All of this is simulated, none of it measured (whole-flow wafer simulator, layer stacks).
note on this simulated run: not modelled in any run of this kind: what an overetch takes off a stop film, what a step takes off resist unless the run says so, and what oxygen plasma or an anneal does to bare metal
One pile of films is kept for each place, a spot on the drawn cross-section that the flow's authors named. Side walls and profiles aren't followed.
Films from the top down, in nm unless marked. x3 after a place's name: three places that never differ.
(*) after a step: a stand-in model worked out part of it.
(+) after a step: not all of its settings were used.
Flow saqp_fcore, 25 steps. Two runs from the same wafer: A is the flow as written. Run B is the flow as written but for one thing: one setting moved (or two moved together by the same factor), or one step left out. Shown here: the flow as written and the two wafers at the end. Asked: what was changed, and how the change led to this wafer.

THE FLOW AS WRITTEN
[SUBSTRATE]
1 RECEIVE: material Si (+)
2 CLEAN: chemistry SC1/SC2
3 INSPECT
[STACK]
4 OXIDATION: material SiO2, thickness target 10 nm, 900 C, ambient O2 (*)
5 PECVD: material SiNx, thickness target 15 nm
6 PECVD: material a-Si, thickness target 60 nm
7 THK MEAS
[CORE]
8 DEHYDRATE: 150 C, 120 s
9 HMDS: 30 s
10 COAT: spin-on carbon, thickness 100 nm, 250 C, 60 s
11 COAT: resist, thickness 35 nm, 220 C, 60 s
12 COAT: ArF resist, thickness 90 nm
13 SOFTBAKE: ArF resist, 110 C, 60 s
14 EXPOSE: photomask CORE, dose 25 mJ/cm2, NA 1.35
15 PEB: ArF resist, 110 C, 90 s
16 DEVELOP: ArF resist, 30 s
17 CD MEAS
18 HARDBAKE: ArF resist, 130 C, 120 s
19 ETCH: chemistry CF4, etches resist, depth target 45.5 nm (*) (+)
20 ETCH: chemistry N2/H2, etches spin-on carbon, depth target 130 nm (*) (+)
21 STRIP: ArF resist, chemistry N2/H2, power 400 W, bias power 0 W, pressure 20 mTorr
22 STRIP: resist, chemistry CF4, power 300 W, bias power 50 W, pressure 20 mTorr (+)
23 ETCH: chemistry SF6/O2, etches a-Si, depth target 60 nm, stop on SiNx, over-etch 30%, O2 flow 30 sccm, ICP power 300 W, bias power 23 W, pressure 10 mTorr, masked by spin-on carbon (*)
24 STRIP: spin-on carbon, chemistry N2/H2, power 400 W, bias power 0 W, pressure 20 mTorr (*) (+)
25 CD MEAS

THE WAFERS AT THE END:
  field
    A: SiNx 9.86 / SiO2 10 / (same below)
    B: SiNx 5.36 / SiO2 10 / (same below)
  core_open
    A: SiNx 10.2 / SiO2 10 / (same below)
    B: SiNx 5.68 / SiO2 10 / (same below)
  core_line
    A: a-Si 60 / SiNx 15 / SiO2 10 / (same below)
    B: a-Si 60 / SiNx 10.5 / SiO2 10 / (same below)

The cause: step 5, PECVD: thickness target 10.5 nm was run, where the flow has thickness target 15 nm.
It can be read off the wafer: core_line has SiNx 10.5, and step 5 as written asks for 15 nm.

How the change led to this, step by step:
  5 PECVD: material SiNx, thickness target 15 nm
      field, core_open, core_line: A SiNx +15 (new film) | B SiNx +10.5 (new film)
